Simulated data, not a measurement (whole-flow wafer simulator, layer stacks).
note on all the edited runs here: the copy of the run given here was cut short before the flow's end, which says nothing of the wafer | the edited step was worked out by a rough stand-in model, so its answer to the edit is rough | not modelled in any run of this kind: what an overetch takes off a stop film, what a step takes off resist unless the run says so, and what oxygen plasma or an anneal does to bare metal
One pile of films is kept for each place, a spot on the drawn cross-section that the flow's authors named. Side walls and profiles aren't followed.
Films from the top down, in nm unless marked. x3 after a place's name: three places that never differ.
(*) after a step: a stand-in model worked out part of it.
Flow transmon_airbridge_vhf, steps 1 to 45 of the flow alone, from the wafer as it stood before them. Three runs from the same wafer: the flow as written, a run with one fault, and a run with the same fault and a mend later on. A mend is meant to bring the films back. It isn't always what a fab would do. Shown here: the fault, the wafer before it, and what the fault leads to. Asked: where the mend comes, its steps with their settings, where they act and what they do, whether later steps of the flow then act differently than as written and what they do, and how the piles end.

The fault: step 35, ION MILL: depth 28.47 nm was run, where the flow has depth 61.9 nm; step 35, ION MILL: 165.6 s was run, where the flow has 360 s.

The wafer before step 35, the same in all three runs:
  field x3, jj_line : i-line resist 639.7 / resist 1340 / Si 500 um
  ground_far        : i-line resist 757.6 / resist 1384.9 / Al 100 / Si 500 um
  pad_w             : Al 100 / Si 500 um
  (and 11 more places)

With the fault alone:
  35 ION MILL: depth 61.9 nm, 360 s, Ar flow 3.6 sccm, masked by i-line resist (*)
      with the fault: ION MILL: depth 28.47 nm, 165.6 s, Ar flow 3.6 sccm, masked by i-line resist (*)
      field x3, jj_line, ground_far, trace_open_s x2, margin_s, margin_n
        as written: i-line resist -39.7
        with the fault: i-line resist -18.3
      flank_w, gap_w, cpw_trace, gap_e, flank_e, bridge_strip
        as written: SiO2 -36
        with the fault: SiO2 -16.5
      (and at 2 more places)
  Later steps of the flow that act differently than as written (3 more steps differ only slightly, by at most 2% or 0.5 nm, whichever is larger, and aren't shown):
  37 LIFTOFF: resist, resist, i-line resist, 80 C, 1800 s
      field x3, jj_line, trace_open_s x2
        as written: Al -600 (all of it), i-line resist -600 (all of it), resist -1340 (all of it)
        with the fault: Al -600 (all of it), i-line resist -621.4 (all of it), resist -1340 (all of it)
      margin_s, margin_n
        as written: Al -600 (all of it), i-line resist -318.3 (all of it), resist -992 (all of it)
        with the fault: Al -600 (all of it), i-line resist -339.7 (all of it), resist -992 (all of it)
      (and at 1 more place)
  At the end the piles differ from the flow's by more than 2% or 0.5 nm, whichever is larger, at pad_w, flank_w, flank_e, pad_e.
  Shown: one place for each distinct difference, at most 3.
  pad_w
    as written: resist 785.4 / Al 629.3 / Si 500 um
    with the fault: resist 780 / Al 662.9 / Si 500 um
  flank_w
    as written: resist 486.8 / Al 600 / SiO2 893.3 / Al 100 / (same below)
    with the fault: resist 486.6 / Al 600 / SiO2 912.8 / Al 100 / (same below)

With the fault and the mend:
  The mend comes after step 35.
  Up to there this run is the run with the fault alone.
  35a ION MILL: depth 33.43 nm, 194.4 s, Ar flow 3.6 sccm, masked by i-line resist (*) (the flow's step 35 once more, with other settings)
      field x3, jj_line, ground_far, trace_open_s x2, margin_s, margin_n
        i-line resist -21.5
      flank_w, gap_w, cpw_trace, gap_e, flank_e, bridge_strip
        SiO2 -19.4
      pad_w, pad_e
        Al -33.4
  No later step of the flow acts differently than as written at any place that is followed.
  At the end the piles are the same as the flow's at every place that both follow.
